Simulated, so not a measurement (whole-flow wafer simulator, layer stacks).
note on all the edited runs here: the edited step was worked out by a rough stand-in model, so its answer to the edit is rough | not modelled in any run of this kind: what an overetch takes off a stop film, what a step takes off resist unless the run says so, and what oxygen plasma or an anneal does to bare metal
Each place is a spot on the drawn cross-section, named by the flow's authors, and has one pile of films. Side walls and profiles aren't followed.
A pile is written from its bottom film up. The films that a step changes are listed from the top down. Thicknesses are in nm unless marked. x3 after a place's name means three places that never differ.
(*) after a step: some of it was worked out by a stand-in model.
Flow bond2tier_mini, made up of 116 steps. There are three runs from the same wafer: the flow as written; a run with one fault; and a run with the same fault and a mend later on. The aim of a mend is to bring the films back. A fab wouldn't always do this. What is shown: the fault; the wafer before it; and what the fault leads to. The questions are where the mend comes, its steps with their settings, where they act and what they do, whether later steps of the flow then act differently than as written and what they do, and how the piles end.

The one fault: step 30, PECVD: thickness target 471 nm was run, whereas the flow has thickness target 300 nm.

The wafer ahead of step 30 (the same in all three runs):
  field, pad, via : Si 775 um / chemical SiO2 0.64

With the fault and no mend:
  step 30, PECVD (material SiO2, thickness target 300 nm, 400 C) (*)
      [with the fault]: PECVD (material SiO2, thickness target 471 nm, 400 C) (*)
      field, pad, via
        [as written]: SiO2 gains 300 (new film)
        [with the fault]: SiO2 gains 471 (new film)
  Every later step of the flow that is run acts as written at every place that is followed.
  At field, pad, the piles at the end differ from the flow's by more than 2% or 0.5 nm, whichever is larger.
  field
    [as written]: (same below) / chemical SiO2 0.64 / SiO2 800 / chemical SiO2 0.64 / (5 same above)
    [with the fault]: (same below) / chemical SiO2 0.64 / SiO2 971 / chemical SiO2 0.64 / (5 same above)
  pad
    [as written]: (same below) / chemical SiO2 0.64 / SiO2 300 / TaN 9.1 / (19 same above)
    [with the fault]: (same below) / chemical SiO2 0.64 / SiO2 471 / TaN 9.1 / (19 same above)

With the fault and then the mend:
  The mend follows step 30.
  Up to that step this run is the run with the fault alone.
  step 30a, ETCH (chemistry CHF3/CF4-rie, etches SiO2, depth target 171 nm) (a further turn of the flow's step 9, with different settings)
      field, pad, via
        SiO2 loses 171
  Every later step of the flow that is run acts as written at every place that is followed.
  At every place that both follow, the piles at the end match the flow's.
